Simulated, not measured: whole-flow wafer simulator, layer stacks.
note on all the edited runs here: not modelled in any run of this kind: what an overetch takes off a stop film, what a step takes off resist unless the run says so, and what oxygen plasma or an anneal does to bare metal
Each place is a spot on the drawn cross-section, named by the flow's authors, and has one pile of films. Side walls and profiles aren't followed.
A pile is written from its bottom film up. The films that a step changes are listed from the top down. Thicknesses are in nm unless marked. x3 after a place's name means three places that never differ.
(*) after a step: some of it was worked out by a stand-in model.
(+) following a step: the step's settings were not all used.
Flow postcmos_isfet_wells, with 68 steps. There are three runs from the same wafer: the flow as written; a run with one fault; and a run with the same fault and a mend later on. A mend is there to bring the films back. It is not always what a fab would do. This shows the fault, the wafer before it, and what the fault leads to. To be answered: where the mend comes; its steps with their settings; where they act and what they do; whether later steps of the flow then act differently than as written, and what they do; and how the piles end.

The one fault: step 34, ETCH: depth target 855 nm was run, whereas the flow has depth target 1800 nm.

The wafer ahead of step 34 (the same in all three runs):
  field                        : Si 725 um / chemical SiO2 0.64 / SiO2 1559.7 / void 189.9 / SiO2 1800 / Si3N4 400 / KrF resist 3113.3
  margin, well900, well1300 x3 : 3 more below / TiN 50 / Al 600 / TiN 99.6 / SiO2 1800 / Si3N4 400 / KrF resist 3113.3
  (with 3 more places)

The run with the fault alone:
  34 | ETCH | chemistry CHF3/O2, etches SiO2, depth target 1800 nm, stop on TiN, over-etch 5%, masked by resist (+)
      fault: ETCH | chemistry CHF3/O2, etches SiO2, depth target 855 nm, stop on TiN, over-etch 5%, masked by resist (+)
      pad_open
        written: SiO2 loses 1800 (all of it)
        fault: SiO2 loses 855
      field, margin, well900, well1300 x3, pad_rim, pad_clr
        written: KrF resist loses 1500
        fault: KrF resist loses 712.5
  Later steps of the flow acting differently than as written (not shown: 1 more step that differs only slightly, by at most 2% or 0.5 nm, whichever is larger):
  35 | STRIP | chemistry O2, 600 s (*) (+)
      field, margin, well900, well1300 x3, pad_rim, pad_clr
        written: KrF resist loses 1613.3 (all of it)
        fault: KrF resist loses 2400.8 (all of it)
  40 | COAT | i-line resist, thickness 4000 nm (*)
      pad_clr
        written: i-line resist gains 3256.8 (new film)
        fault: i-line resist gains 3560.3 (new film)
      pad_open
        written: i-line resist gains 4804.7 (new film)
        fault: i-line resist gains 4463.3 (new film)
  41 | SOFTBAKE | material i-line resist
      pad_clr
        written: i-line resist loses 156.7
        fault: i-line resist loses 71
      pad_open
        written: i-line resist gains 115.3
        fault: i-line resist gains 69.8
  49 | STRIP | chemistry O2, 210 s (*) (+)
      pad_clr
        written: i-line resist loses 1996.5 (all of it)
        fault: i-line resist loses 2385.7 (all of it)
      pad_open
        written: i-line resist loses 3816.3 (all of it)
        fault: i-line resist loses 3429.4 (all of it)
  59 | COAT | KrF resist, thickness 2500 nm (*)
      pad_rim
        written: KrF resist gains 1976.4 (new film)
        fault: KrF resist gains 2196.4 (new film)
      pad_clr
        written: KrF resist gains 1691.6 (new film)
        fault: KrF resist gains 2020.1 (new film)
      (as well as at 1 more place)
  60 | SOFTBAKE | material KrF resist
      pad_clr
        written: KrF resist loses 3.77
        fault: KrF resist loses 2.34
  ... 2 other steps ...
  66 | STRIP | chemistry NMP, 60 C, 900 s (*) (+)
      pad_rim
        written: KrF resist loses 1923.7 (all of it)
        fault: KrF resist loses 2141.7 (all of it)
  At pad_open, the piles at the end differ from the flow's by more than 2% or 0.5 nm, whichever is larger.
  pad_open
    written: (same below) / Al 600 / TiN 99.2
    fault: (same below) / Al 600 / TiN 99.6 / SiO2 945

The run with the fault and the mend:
  The mend follows step 34.
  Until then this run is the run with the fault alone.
  34a | ETCH | chemistry CHF3/O2, etches SiO2, depth target 945 nm, stop on TiN, over-etch 5%, masked by resist (a further turn of the flow's step 34, with different settings)
      field, margin, well900, well1300 x3, pad_rim, pad_clr
        KrF resist loses 787.5
      pad_open
        SiO2 loses 945 (all of it)
  Every later step of the flow that is run acts as written at every place that is followed.
  At every place that both follow, the piles at the end match the flow's.
